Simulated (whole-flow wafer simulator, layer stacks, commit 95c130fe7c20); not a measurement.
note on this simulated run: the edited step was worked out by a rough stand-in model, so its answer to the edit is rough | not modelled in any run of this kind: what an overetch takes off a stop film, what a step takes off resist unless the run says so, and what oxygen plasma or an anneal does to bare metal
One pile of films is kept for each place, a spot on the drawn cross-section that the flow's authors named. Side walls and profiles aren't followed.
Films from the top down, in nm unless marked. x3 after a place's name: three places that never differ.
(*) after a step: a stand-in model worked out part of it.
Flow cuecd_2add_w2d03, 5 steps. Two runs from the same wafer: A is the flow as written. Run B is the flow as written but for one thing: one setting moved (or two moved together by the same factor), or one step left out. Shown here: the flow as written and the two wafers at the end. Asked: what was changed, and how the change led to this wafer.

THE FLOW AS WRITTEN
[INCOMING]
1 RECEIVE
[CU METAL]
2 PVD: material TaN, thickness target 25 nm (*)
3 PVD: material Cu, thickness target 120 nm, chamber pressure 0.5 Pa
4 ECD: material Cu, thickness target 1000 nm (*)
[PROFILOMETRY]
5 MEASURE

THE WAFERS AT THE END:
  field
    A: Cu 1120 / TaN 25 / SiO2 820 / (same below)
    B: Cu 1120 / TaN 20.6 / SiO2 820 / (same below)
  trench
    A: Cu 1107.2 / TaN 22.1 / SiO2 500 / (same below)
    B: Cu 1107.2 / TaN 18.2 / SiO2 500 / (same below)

The cause: step 2, PVD: thickness target 20.6 nm was run, where the flow has thickness target 25 nm.
It can be read off the wafer: field has TaN 20.6, and step 2 as written asks for 25 nm.

How the change led to this, step by step:
  2 PVD: material TaN, thickness target 25 nm (*)
      field: A TaN +25 (new film) | B TaN +20.6 (new film)
      trench: A TaN +22.1 (new film) | B TaN +18.2 (new film)
